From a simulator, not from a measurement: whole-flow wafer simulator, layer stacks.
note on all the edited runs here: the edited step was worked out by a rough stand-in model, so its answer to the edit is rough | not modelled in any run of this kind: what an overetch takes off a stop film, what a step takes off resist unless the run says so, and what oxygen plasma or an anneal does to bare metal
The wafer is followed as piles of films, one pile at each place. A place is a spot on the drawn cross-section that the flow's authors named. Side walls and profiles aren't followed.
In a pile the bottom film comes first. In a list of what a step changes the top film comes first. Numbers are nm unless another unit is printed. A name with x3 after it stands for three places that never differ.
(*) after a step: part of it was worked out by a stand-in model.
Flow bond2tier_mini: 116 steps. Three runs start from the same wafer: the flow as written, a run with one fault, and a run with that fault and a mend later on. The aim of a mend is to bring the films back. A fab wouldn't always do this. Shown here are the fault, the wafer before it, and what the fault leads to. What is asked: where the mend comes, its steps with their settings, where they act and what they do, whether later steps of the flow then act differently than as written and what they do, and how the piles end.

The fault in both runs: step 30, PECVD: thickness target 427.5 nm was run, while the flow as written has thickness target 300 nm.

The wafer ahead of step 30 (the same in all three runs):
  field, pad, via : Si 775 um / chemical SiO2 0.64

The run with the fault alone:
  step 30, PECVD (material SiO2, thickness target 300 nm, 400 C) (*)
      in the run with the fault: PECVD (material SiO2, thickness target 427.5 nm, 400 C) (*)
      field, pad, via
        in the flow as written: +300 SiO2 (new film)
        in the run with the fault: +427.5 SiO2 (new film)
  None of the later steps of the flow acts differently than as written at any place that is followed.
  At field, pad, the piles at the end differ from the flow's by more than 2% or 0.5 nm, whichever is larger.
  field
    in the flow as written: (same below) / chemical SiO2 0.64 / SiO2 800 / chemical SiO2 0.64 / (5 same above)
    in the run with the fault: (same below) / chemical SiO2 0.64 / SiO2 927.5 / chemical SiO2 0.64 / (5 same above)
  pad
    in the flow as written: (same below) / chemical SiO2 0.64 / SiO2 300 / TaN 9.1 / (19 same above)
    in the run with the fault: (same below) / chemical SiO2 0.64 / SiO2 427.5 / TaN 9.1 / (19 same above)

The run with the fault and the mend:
  After step 30 comes the mend.
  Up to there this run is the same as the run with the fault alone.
  step 30a, ETCH (chemistry CHF3/CF4-rie, etches SiO2, depth target 127.5 nm) (a further turn of the flow's step 9, with different settings)
      field, pad, via
        -127.5 SiO2
  None of the later steps of the flow acts differently than as written at any place that is followed.
  By the end, the piles equal the flow's at every place that both follow.
